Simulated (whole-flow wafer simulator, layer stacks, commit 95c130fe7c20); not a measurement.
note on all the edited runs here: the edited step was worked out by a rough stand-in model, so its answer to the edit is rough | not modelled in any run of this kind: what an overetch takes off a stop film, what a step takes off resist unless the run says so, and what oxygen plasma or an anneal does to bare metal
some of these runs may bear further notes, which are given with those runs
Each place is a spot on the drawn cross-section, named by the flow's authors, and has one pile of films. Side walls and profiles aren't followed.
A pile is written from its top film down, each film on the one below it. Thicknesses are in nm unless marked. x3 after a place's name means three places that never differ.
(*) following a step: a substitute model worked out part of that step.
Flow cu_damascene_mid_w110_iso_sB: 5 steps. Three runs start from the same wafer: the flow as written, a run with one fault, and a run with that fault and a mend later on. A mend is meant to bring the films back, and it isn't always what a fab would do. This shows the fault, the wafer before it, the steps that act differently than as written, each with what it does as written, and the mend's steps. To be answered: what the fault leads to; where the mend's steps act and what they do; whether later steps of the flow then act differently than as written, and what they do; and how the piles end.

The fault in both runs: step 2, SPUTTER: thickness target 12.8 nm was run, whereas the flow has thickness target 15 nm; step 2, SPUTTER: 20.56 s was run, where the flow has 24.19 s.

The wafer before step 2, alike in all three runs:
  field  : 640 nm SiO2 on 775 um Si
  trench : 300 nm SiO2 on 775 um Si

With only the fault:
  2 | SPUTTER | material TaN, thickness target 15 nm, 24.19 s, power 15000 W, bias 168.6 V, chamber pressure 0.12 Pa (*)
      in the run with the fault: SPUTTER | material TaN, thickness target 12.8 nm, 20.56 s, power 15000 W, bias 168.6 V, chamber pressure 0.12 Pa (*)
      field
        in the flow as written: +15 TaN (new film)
        in the run with the fault: +12.8 TaN (new film)
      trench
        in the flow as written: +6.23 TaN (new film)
        in the run with the fault: +5.32 TaN (new film)
  None of the later steps of the flow differs from how it acts as written, at any place that is followed, by more than 2% or 0.5 nm, whichever is larger.
  By the end, the piles at field, trench depart from the flow's by more than 2% or 0.5 nm, whichever is larger.
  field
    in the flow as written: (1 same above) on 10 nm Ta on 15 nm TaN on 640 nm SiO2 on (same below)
    in the run with the fault: (1 same above) on 10 nm Ta on 12.8 nm TaN on 640 nm SiO2 on (same below)
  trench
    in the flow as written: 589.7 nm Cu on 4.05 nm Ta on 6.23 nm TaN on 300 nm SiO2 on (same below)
    in the run with the fault: 588.4 nm Cu on 4.07 nm Ta on 5.32 nm TaN on 300 nm SiO2 on (same below)

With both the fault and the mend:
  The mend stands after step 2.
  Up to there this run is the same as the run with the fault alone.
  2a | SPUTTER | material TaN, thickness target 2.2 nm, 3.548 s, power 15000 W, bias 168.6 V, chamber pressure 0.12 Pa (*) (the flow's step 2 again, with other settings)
      field
        +2.2 TaN
      trench
        +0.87 TaN
  None of the later steps of the flow acts differently than as written at any place that is followed.
  At the end the piles are close to the flow's at the places that both follow, differing by at most 2% or 0.5 nm, whichever is larger.
